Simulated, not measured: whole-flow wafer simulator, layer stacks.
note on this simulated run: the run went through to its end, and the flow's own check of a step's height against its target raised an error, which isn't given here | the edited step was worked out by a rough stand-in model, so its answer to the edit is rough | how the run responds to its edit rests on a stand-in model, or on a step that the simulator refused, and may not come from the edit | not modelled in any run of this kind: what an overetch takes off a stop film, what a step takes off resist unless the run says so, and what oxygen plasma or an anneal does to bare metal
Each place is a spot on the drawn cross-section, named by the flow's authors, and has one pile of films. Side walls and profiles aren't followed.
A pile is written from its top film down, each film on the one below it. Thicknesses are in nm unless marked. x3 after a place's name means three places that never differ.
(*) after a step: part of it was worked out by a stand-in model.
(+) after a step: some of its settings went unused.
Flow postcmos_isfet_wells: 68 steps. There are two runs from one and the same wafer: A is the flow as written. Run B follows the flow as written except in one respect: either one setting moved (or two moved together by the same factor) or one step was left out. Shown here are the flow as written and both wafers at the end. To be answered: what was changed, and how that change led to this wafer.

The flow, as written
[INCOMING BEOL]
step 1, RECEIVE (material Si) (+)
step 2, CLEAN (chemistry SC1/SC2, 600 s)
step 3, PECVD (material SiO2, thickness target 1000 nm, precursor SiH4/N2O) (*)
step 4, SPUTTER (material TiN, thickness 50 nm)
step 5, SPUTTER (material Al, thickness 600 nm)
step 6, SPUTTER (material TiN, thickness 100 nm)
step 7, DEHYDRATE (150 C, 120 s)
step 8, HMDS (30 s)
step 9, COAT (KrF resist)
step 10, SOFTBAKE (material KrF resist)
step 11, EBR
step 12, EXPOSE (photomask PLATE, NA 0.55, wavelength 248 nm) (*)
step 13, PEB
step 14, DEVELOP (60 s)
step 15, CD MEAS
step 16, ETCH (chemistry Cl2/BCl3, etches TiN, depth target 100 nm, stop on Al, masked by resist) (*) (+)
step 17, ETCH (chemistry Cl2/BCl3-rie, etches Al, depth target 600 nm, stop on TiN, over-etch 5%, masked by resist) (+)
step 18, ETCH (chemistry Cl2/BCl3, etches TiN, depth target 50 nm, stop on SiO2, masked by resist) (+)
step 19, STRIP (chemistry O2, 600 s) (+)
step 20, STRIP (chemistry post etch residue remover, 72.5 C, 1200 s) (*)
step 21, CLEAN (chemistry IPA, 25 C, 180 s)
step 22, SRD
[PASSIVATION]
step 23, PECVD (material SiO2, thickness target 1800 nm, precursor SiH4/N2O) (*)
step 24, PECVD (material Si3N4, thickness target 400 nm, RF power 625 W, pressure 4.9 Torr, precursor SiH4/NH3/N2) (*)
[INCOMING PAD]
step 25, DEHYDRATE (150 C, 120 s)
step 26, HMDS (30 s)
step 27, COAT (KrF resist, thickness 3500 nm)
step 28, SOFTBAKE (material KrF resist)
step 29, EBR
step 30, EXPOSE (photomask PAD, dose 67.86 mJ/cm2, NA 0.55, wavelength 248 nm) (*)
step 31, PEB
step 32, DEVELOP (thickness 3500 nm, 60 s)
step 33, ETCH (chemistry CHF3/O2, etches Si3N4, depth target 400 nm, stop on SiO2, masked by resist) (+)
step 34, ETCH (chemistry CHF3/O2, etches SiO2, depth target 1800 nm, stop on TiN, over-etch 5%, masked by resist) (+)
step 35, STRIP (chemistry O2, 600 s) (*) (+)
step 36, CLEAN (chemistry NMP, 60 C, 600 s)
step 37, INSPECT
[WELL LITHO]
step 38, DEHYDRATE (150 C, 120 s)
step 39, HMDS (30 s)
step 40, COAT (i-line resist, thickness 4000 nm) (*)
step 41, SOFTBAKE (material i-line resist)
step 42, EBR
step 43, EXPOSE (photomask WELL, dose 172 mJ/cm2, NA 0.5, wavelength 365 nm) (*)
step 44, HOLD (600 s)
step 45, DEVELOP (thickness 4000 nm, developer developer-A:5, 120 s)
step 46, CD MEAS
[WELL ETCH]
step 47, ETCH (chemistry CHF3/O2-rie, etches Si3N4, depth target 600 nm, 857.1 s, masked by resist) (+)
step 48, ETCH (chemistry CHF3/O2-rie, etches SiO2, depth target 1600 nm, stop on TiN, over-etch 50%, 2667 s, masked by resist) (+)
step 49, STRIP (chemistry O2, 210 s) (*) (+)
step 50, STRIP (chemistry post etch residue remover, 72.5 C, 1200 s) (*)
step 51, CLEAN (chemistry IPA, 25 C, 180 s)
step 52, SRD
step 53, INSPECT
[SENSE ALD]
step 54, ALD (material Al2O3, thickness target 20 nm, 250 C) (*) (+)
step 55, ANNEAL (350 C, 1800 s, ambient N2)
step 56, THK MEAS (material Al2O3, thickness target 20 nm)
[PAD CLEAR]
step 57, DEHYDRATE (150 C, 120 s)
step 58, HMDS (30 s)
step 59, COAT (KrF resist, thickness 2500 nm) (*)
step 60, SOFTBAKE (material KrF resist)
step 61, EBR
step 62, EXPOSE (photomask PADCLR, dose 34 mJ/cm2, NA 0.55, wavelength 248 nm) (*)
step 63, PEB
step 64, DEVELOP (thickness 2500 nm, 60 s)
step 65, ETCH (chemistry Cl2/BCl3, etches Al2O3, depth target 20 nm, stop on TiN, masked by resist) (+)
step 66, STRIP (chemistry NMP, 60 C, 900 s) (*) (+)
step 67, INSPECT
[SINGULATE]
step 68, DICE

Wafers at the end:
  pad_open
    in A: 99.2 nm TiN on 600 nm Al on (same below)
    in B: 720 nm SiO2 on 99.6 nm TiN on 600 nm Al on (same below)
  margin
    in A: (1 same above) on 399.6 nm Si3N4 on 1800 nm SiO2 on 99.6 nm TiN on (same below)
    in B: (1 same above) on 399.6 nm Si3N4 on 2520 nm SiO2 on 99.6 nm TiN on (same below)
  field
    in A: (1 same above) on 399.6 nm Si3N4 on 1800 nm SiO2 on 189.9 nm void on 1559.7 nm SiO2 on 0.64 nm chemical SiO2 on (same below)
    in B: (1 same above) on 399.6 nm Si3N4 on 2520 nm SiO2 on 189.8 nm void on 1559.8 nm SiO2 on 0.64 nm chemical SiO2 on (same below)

The reason: step 23, PECVD: thickness target 2520 nm was run, whereas the flow has thickness target 1800 nm.
The wafer lets one read it off: margin has SiO2 2520, and step 23 as written asks for 1800 nm.

Step by step, how the change led to this:
  step 23, PECVD (material SiO2, thickness target 1800 nm, precursor SiH4/N2O) (*)
      margin, well900, well1300 x3, pad_rim, pad_clr, pad_open: A +1800 SiO2 (new film) | B +2520 SiO2 (new film)
      field: A +1800 SiO2 (new film), +189.9 void (new film), +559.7 SiO2 | B +2520 SiO2 (new film), +189.8 void (new film), +559.8 SiO2
  step 34, ETCH (chemistry CHF3/O2, etches SiO2, depth target 1800 nm, stop on TiN, over-etch 5%, masked by resist) (+)
      pad_open: A -1800 SiO2 (all of it) | B -1800 SiO2
  step 48, ETCH (chemistry CHF3/O2-rie, etches SiO2, depth target 1600 nm, stop on TiN, over-etch 50%, 2667 s, masked by resist) (+)
      well900, well1300 x3: A -1600 SiO2 (all of it) | B -2320 SiO2 (all of it)
  step 59, COAT (KrF resist, thickness 2500 nm) (*)
      field: A +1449 KrF resist (new film) | B +1105 KrF resist (new film)
      margin: A +1448.9 KrF resist (new film) | B +1104.9 KrF resist (new film)
  step 63, PEB
      field, margin: A -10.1 KrF resist | B -7.65 KrF resist
  step 66, STRIP (chemistry NMP, 60 C, 900 s) (*) (+)
      field: A -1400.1 KrF resist (all of it) | B -1058.6 KrF resist (all of it)
      margin: A -1400.1 KrF resist (all of it) | B -1058.5 KrF resist (all of it)
